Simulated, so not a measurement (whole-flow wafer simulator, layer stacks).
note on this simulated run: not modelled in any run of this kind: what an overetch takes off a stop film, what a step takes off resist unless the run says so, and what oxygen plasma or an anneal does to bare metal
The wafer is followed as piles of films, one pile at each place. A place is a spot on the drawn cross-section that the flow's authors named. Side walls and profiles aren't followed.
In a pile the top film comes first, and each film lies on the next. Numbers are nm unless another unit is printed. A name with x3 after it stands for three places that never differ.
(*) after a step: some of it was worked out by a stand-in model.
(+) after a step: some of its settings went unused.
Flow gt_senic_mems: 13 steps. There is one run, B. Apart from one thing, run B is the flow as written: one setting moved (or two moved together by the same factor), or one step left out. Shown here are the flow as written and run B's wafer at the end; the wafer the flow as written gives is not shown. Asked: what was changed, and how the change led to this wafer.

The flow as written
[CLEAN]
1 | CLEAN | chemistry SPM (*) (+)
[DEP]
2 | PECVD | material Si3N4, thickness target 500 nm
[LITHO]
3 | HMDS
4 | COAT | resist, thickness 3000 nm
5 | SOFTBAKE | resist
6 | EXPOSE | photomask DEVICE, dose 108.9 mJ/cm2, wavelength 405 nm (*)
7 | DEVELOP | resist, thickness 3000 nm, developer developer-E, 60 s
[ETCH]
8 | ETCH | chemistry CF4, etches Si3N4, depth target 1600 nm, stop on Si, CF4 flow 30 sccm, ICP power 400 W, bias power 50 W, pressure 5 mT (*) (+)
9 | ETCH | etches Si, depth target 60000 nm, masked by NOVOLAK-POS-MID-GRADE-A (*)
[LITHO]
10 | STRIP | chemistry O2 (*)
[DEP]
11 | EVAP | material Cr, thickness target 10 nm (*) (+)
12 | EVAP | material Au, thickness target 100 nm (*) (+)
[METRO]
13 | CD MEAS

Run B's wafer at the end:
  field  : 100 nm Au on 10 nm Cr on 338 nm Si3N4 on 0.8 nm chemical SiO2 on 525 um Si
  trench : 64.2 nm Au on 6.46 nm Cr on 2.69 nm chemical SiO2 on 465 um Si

Cause: step 2, PECVD: thickness target 338 nm was run, whereas the flow has thickness target 500 nm.
One can read it off the wafer: field has Si3N4 338, and step 2 as written asks for 500 nm.

The path from the change to this, step by step:
  2 | PECVD | material Si3N4, thickness target 500 nm
      field, trench: Si3N4 gains 338 (new film) (as written it would have been: Si3N4 gains 500 (new film))
  8 | ETCH | chemistry CF4, etches Si3N4, depth target 1600 nm, stop on Si, CF4 flow 30 sccm, ICP power 400 W, bias power 50 W, pressure 5 mT (*) (+)
      field: resist loses 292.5 (as written it would have been: resist loses 400.5)
      trench: Si3N4 loses 338 (all of it), chemical SiO2 loses 0.8 (all of it) (as written it would have been: Si3N4 loses 500 (all of it), chemical SiO2 loses 0.8 (all of it))
  10 | STRIP | chemistry O2 (*)
      field: resist loses 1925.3 (all of it) (as written it would have been: resist loses 1817.3 (all of it))
